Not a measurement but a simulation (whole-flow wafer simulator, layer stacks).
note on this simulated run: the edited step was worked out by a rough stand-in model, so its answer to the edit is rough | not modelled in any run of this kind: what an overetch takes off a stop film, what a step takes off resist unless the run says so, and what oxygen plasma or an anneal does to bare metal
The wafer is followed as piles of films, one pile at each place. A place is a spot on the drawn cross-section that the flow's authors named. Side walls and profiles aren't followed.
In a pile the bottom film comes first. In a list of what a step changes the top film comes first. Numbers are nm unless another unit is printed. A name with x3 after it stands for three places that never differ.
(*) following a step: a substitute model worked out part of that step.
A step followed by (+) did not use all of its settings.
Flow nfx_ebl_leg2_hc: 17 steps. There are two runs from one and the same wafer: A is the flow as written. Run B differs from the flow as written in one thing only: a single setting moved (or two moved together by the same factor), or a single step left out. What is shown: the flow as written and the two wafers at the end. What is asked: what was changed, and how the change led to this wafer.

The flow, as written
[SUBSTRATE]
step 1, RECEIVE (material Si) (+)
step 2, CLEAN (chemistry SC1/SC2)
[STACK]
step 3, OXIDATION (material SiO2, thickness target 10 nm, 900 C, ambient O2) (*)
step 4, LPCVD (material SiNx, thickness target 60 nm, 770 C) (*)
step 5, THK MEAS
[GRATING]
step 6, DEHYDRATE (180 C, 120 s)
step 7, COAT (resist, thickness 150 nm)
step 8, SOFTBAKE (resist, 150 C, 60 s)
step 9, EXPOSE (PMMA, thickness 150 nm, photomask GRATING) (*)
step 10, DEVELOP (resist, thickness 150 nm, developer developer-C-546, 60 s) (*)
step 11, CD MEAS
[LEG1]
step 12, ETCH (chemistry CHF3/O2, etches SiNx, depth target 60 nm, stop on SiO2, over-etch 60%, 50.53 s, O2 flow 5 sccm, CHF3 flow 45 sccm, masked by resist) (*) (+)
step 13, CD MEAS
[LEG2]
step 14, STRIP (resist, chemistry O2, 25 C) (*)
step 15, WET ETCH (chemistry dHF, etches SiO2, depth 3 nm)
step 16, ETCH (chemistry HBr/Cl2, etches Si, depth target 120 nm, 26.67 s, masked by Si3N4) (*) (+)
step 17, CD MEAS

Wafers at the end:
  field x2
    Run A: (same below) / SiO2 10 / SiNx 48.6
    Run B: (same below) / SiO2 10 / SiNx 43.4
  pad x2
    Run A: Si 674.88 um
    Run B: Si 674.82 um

Cause: step 16, ETCH: depth target 174 nm was run, while the flow as written has depth target 120 nm; step 16, ETCH: 38.67 s was run, where the flow has 26.67 s.

How this came from the change, step by step:
  step 16, ETCH (chemistry HBr/Cl2, etches Si, depth target 120 nm, 26.67 s, masked by Si3N4) (*) (+)
      field x2: A SiNx loses 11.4 | B SiNx loses 16.6
      pad x2: A Si loses 120 | B Si loses 174
